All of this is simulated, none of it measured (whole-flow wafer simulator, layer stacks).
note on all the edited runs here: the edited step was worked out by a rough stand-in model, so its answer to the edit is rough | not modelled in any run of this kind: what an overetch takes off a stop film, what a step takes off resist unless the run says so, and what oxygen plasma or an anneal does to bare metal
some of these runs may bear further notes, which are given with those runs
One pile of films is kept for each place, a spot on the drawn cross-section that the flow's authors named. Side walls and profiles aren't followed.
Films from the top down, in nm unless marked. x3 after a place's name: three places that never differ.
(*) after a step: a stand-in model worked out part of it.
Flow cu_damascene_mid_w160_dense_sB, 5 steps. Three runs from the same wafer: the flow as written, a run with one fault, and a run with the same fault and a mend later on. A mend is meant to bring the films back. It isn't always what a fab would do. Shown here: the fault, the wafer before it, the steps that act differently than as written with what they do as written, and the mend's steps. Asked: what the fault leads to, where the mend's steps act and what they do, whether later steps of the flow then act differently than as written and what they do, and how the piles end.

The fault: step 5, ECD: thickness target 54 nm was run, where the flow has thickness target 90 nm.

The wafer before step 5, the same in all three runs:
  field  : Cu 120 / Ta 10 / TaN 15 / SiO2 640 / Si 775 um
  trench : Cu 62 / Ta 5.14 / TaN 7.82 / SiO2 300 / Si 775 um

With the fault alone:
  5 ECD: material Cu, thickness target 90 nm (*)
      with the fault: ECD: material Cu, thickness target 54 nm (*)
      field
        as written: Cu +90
        with the fault: Cu +54
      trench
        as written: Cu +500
        with the fault: Cu +54
  No later step of the flow acts differently than as written at any place that is followed.
  At the end the piles differ from the flow's by more than 2% or 0.5 nm, whichever is larger, at field, trench.
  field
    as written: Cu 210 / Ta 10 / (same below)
    with the fault: Cu 174 / Ta 10 / (same below)
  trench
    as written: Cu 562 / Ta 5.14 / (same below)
    with the fault: Cu 116 / Ta 5.14 / (same below)

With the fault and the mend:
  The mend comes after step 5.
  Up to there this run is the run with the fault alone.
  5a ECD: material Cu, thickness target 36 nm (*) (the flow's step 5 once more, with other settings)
      field
        Cu +36
      trench
        Cu +446
  No later step of the flow acts differently than as written at any place that is followed.
  At the end the piles are the same as the flow's at every place that both follow.
